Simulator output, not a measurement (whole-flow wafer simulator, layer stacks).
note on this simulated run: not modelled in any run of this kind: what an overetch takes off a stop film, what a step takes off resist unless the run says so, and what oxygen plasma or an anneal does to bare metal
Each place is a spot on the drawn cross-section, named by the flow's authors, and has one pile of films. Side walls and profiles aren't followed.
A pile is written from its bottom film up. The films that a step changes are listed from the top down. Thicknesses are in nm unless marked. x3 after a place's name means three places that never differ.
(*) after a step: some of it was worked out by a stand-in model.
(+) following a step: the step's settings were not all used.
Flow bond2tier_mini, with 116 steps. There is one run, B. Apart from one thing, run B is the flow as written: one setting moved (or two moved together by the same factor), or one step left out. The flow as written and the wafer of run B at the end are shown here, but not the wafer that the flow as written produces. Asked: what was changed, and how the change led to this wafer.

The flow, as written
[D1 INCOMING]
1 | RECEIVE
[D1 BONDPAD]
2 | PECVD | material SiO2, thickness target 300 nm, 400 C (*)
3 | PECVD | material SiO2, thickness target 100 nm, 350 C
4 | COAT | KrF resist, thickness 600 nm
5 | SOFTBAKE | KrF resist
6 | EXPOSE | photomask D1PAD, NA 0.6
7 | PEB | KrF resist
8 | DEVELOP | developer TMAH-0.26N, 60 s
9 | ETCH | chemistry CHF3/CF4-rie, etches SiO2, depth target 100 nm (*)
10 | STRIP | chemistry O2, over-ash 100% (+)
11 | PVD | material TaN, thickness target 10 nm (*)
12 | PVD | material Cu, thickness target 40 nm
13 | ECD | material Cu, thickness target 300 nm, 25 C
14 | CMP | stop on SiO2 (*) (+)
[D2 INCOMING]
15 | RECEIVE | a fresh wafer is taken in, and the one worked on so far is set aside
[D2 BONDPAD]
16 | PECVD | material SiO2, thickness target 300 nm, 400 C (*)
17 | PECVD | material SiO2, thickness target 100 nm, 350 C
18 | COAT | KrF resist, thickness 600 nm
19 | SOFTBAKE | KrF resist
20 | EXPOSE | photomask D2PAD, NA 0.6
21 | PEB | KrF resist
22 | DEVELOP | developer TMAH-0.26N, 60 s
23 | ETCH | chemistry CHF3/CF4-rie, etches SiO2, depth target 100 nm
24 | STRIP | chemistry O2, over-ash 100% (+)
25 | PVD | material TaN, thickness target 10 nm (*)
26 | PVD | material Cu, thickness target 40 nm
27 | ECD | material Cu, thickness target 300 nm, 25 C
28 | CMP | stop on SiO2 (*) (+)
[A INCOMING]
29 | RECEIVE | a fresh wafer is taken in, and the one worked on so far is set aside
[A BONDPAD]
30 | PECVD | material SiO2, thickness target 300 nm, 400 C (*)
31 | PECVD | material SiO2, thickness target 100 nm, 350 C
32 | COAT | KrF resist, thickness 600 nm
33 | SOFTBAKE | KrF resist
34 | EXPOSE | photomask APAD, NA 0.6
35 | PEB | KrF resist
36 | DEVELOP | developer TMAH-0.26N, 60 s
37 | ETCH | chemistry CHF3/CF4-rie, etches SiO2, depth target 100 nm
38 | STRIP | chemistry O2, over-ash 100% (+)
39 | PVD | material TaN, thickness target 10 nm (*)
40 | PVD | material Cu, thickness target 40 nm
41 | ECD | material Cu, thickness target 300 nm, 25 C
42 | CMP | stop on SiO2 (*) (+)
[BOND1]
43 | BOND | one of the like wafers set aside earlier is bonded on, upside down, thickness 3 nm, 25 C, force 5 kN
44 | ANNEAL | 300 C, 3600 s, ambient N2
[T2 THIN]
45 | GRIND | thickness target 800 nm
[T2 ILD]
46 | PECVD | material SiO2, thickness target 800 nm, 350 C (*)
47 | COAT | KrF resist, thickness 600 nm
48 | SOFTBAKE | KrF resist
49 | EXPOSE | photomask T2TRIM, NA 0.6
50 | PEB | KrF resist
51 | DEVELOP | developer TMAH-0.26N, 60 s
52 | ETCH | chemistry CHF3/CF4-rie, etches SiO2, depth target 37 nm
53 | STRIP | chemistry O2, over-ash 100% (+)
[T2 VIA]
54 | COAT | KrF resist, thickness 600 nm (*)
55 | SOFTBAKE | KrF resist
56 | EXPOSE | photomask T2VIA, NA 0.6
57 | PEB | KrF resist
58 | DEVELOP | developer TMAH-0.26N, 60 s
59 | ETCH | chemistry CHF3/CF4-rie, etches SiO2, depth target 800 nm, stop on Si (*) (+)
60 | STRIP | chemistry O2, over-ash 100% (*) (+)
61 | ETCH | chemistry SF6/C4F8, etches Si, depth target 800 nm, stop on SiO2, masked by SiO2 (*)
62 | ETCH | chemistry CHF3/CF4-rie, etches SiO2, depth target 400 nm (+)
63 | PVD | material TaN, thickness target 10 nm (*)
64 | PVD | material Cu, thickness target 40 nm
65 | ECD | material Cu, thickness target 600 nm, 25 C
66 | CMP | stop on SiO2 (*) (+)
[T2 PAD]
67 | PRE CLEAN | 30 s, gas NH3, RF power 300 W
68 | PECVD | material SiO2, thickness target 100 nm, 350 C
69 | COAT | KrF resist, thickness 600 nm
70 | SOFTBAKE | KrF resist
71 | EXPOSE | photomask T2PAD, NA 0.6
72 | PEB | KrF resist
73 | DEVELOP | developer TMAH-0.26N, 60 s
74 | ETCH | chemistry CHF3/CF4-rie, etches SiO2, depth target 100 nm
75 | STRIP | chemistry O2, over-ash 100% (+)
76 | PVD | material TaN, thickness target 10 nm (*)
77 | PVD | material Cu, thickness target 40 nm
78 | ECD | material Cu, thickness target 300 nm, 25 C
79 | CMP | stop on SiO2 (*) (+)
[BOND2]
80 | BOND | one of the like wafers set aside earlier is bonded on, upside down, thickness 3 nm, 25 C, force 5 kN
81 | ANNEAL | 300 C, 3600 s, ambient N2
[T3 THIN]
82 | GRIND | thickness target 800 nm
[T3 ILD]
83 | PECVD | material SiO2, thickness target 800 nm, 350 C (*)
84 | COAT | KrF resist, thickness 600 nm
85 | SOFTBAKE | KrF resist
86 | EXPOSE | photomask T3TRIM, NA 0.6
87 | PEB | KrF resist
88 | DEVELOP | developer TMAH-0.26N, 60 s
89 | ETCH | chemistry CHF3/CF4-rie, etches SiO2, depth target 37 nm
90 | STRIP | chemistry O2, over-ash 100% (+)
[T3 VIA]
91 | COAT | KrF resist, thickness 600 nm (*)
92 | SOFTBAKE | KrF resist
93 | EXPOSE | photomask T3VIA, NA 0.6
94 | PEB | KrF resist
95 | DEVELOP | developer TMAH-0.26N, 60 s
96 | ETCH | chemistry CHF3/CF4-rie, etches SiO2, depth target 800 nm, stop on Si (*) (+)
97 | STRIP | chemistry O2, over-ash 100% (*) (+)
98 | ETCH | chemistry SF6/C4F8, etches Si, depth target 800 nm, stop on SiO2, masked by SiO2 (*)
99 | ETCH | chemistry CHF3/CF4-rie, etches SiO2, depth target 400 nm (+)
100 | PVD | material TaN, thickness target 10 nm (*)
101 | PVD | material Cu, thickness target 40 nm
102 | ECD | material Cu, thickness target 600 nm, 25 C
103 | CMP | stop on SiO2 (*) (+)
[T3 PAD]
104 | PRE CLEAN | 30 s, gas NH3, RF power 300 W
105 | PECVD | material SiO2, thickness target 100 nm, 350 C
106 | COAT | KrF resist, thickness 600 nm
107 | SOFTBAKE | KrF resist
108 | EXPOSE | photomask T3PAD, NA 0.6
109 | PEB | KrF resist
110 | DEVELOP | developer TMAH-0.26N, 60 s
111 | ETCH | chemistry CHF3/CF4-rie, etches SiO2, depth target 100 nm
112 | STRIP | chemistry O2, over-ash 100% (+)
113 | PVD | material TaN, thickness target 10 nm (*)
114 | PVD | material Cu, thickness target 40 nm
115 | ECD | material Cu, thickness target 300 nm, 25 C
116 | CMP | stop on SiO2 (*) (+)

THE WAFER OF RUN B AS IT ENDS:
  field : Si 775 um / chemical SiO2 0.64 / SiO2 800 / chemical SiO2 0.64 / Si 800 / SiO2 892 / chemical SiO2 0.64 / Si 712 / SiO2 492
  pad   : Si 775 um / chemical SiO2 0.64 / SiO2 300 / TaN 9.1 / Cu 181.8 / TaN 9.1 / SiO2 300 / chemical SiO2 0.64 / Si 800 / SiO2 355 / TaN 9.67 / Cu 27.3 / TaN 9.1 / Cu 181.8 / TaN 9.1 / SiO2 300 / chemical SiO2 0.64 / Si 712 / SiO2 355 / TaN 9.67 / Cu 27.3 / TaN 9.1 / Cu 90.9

Cause: step 82, GRIND: thickness target 712 nm was run, while the flow as written has thickness target 800 nm.
The wafer itself shows it: field has Si 712, and step 82 as written asks for 800 nm.

How this came from the change, step by step:
  82 | GRIND | thickness target 800 nm
      field, pad: Si loses 774.29 um (as written it would have been: Si loses 774.2 um)
